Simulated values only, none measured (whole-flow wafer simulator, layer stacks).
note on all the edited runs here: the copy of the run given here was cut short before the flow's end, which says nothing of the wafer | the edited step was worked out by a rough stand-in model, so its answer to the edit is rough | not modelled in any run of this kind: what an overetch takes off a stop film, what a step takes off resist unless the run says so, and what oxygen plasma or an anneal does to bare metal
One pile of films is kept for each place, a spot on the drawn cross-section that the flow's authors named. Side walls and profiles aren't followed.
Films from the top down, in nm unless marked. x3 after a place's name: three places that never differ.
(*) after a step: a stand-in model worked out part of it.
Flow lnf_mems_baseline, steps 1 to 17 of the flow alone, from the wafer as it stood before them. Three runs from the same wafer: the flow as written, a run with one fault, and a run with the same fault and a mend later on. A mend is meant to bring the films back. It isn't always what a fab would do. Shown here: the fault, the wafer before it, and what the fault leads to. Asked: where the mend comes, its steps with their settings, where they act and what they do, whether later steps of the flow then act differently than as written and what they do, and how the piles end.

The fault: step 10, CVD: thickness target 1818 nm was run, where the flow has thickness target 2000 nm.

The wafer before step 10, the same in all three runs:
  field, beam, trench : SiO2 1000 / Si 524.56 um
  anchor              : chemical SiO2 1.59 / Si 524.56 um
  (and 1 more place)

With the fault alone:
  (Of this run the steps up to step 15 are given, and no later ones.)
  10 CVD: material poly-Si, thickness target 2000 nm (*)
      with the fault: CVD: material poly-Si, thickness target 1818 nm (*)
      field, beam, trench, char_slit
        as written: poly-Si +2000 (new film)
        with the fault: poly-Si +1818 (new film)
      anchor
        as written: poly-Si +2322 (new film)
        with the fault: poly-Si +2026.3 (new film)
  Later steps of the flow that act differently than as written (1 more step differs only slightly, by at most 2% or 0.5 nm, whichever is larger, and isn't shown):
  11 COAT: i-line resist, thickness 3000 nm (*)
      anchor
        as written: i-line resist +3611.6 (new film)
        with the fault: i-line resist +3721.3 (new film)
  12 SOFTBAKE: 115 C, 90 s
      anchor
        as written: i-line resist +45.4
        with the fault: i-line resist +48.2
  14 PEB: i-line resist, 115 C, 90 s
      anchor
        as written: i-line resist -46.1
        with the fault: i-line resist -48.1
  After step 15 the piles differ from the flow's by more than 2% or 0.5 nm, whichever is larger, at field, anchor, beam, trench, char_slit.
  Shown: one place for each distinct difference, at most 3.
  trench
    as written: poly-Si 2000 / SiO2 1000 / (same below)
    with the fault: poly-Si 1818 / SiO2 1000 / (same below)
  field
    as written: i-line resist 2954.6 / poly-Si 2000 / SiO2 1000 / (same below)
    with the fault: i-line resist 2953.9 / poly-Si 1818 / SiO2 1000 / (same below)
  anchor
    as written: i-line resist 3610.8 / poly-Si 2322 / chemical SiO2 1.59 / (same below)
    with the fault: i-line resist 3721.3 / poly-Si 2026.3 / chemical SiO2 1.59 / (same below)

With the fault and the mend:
  The mend comes after step 10.
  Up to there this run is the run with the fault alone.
  10a ETCH: chemistry tmah, depth target 2403 nm
      field, beam, trench, char_slit
        poly-Si -1818 (all of it)
      anchor
        poly-Si -2026.3 (all of it)
  10b CLEAN: chemistry SC1/SC2 (the flow's step 1 once more)
      changes no film at any place that is followed
  10c CVD: material poly-Si, thickness target 2000 nm (*) (the flow's step 10 once more)
      field, beam, trench, char_slit
        poly-Si +2000 (new film)
      anchor
        poly-Si +2322 (new film)
  No later step of the flow acts differently than as written at any place that is followed.
  At the end the piles are the same as the flow's at every place that both follow.
